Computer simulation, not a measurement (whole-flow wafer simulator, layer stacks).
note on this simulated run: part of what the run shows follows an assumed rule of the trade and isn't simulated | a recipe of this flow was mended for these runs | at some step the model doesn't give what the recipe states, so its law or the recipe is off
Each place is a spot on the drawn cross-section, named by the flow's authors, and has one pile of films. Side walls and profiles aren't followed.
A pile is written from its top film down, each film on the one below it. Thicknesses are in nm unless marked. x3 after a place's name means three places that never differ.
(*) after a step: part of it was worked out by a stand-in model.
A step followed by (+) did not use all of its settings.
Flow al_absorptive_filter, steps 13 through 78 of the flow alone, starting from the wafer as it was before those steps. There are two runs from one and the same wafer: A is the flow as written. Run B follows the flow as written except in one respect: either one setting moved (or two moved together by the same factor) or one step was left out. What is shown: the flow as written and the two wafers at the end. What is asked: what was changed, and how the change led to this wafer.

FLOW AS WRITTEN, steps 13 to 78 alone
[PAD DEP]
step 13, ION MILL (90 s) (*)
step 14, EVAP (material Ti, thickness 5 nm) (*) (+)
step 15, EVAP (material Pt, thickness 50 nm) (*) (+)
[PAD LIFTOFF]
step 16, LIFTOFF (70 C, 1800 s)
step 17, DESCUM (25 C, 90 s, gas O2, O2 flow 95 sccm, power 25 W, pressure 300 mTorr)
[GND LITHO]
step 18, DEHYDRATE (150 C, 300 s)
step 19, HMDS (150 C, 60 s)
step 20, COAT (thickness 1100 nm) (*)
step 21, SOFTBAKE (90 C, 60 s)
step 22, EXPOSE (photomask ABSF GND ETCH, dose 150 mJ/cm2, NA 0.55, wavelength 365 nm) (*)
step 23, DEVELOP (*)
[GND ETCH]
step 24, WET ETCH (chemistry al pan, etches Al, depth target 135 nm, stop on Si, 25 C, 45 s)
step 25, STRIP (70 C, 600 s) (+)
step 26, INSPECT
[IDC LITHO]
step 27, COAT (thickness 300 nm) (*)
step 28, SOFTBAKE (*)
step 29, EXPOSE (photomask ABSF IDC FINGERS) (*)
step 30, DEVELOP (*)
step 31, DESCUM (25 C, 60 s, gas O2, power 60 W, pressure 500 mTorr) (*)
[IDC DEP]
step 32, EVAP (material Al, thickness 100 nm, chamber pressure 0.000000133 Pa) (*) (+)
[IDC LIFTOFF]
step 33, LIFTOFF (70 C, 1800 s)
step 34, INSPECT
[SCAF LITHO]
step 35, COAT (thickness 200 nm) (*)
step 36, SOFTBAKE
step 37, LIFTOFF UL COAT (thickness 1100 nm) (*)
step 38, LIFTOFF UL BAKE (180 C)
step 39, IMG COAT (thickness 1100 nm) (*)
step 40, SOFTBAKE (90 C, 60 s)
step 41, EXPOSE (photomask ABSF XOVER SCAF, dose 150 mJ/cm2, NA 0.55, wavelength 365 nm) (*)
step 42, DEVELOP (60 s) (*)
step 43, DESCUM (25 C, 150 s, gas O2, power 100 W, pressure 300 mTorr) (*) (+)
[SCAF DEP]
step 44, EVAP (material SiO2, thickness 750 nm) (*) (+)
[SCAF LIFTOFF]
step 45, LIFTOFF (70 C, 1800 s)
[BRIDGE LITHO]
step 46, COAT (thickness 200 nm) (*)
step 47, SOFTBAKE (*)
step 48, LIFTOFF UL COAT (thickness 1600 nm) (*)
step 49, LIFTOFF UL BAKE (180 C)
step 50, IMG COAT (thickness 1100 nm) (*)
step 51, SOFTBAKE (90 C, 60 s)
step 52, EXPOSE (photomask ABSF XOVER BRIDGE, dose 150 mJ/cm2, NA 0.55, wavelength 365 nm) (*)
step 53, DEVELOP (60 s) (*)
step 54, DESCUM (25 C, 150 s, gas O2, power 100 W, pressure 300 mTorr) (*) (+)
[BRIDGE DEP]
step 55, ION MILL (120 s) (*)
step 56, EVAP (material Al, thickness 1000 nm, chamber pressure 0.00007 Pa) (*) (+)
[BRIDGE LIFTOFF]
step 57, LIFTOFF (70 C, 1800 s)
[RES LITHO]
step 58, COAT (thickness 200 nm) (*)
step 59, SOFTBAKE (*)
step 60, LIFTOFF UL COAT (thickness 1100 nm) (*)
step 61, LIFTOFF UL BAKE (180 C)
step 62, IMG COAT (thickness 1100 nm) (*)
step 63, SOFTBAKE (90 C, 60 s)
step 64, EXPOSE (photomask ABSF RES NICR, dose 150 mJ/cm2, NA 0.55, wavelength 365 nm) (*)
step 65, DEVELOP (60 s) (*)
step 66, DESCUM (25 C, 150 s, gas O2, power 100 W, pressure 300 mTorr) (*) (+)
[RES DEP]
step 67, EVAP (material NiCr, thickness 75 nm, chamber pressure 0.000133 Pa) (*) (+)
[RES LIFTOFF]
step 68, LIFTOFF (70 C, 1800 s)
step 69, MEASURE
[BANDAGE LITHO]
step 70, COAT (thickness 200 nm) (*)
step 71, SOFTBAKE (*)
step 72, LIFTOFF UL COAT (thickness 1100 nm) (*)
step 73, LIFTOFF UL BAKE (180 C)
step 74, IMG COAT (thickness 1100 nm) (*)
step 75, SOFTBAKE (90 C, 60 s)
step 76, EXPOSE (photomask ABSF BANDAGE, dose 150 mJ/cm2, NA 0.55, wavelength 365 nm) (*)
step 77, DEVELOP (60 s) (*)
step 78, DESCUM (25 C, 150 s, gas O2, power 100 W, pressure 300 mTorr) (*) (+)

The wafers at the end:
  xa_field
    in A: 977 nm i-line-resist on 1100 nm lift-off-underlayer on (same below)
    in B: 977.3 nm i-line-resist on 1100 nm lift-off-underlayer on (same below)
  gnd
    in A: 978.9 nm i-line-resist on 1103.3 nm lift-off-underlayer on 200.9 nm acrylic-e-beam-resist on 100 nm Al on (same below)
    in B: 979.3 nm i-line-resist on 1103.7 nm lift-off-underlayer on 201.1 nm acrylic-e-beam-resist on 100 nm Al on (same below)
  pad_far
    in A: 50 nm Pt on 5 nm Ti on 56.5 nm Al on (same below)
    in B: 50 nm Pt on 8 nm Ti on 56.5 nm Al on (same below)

Cause: step 14, EVAP: thickness 8 nm was run, though the flow has thickness 5 nm.
One can read it off the wafer: pad_far has Ti 8, and step 14 as written asks for 5 nm.

The path from the change to this, step by step:
  step 14, EVAP (material Ti, thickness 5 nm) (*) (+)
      gnd, pad_far, pad_near and 11 more: A Ti gains 5 (new film) | B Ti gains 8 (new film)
  step 16, LIFTOFF (70 C, 1800 s)
      gnd, ledge, res and 9 more: A Pt loses 50 (all of it), Ti loses 5 (all of it), i-line-resist loses 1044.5 (all of it), lift-off-underlayer loses 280 (all of it) | B Pt loses 50 (all of it), Ti loses 8 (all of it), i-line-resist loses 1044.5 (all of it), lift-off-underlayer loses 280 (all of it)
